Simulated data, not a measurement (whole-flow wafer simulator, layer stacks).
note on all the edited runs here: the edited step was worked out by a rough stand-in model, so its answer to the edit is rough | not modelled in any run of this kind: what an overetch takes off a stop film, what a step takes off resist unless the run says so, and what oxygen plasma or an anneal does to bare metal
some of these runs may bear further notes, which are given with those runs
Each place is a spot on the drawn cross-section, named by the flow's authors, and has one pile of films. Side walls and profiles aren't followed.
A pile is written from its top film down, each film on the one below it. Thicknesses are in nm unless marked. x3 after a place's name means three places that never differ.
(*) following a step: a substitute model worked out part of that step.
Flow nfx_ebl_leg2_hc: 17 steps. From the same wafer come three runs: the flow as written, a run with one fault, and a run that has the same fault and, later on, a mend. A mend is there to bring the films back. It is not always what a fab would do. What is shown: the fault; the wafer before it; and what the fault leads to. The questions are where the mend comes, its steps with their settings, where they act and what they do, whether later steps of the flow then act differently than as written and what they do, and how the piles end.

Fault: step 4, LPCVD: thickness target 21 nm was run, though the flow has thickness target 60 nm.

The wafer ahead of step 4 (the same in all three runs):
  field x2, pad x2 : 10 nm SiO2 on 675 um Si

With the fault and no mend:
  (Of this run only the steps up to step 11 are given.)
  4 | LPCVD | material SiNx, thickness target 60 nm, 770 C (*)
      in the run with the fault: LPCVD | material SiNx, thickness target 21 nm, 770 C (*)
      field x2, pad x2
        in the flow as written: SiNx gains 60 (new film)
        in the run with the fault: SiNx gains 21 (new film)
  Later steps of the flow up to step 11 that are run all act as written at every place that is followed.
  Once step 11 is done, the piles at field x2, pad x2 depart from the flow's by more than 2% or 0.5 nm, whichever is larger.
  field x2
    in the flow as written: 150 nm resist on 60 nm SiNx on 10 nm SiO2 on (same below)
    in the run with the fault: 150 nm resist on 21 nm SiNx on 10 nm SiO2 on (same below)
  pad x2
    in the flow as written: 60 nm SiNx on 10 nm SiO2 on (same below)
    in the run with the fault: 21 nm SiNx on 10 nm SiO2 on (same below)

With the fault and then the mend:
  After step 5 comes the mend.
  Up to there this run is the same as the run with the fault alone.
  5a | ETCH | chemistry h3po4, depth target 24.15 nm
      field x2, pad x2
        SiNx loses 21 (all of it)
  5b | CLEAN | chemistry SC1/SC2 (the flow's step 2, run once more)
      leaves every film unchanged at each place that is followed
  5c | LPCVD | material SiNx, thickness target 60 nm, 770 C (*) (the flow's step 4, run once more)
      field x2, pad x2
        SiNx gains 60 (new film)
  Later steps of the flow that are run all act as written at every place that is followed.
  By the end, the piles equal the flow's at every place that both follow.
